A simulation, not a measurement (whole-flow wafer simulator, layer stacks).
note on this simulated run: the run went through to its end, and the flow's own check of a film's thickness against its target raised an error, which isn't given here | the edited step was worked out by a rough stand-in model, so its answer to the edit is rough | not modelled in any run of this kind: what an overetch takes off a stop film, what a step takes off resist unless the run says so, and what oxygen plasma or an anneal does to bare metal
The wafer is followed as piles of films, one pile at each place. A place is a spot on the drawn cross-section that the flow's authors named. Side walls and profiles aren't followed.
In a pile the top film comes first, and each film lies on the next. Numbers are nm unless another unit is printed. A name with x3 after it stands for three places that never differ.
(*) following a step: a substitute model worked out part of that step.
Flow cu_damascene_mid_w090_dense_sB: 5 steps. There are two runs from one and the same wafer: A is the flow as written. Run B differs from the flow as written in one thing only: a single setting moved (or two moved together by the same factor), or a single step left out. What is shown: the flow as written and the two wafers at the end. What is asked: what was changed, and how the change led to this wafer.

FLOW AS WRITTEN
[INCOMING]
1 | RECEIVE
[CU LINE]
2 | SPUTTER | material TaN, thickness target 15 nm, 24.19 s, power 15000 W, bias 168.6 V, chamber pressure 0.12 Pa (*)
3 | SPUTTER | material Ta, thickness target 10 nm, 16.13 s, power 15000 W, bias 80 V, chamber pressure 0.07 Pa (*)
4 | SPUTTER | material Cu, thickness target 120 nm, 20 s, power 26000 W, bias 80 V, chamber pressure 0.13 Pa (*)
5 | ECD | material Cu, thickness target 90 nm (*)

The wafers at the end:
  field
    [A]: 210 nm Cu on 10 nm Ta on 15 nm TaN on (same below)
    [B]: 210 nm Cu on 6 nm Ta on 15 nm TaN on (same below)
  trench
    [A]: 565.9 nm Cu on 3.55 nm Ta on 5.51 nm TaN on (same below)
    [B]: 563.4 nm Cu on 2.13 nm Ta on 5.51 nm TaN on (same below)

The reason: step 3, SPUTTER: thickness target 6 nm was run, though the flow has thickness target 10 nm; step 3, SPUTTER: 9.68 s was run, where the flow has 16.13 s.
The wafer itself shows it: field has Ta 6, and step 3 as written asks for 10 nm.

How this came from the change, step by step:
  3 | SPUTTER | material Ta, thickness target 10 nm, 16.13 s, power 15000 W, bias 80 V, chamber pressure 0.07 Pa (*)
      field: A Ta gains 10 (new film) | B Ta gains 6 (new film)
      trench: A Ta gains 3.55 (new film) | B Ta gains 2.13 (new film)
